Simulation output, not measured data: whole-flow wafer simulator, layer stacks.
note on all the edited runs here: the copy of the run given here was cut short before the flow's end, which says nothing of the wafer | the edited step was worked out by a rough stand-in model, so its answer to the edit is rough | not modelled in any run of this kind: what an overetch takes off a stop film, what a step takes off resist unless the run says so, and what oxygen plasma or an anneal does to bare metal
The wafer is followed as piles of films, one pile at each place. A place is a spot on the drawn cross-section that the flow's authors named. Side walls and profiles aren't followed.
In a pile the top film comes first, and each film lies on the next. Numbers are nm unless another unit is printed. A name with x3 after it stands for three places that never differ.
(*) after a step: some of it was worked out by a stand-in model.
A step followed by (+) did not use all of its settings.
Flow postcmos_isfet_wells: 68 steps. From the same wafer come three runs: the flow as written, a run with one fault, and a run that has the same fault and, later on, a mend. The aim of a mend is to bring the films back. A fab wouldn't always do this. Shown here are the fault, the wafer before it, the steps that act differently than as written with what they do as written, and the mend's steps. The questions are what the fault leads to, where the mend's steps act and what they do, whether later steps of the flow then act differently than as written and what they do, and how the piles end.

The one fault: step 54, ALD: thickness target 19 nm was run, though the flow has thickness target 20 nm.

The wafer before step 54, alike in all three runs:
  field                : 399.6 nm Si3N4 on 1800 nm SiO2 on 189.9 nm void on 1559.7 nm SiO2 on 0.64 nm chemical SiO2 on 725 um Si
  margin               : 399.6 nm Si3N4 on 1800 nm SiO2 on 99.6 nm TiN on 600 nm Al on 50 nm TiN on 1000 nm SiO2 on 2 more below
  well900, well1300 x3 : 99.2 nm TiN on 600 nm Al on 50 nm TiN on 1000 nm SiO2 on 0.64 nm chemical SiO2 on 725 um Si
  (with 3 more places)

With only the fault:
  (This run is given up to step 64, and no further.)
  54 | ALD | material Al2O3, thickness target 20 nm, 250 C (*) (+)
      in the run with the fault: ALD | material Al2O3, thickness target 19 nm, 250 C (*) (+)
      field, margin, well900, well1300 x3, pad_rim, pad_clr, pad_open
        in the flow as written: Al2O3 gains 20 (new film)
        in the run with the fault: Al2O3 gains 19 (new film)
  None of the later steps of the flow up to step 64 differs from how it acts as written, at any place that is followed, by more than 2% or 0.5 nm, whichever is larger.
  After step 64, at field, margin, pad_rim, pad_clr, pad_open, the piles differ from the flow's by more than 2% or 0.5 nm, whichever is larger.
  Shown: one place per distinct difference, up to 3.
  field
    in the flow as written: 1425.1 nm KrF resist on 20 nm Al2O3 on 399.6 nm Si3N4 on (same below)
    in the run with the fault: 1423.1 nm KrF resist on 19 nm Al2O3 on 399.6 nm Si3N4 on (same below)
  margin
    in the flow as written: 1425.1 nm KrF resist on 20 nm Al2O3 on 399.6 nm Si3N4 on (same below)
    in the run with the fault: 1423 nm KrF resist on 19 nm Al2O3 on 399.6 nm Si3N4 on (same below)
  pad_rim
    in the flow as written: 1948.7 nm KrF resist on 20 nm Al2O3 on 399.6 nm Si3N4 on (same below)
    in the run with the fault: 1948.6 nm KrF resist on 19 nm Al2O3 on 399.6 nm Si3N4 on (same below)

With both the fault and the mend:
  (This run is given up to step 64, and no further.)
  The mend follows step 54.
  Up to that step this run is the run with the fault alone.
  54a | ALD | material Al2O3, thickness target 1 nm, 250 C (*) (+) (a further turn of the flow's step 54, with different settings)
      field, margin, well900, well1300 x3, pad_rim, pad_clr, pad_open
        Al2O3 gains 1
  None of the later steps of the flow up to step 64 acts differently than as written at any place that is followed.
  The piles after step 64 are the same as the flow's at every place that both follow.
